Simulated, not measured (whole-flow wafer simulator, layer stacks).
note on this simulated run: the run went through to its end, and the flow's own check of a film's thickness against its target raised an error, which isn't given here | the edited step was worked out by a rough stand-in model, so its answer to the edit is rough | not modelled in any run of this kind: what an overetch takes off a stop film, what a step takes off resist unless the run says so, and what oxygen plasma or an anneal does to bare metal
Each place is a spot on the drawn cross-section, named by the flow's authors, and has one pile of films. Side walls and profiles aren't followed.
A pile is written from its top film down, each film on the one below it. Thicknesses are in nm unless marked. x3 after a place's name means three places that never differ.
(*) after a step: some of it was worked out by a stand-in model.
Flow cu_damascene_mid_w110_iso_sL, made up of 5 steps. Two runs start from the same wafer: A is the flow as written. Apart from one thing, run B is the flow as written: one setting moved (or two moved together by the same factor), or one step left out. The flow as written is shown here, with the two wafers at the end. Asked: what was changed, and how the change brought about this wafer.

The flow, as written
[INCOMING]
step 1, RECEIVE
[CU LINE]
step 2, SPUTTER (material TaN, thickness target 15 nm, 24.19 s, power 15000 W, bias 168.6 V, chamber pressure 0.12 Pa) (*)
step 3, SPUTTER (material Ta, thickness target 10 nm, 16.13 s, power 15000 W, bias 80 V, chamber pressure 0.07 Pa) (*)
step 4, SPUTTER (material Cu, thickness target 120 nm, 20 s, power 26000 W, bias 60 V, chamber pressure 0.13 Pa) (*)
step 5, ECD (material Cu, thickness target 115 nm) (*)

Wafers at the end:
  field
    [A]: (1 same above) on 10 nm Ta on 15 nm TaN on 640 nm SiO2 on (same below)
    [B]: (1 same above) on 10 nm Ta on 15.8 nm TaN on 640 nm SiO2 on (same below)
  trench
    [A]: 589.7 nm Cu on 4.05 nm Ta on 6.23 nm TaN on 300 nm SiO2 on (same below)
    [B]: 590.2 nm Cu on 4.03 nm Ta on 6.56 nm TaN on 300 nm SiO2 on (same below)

What caused this: step 2, SPUTTER: thickness target 15.8 nm was run, while the flow as written has thickness target 15 nm; step 2, SPUTTER: 25.4 s was run, where the flow has 24.19 s.
The wafer lets one read it off: field has TaN 15.8, and step 2 as written asks for 15 nm.

The path from the change to this, step by step:
  step 2, SPUTTER (material TaN, thickness target 15 nm, 24.19 s, power 15000 W, bias 168.6 V, chamber pressure 0.12 Pa) (*)
      field: A TaN gains 15 (new film) | B TaN gains 15.8 (new film)
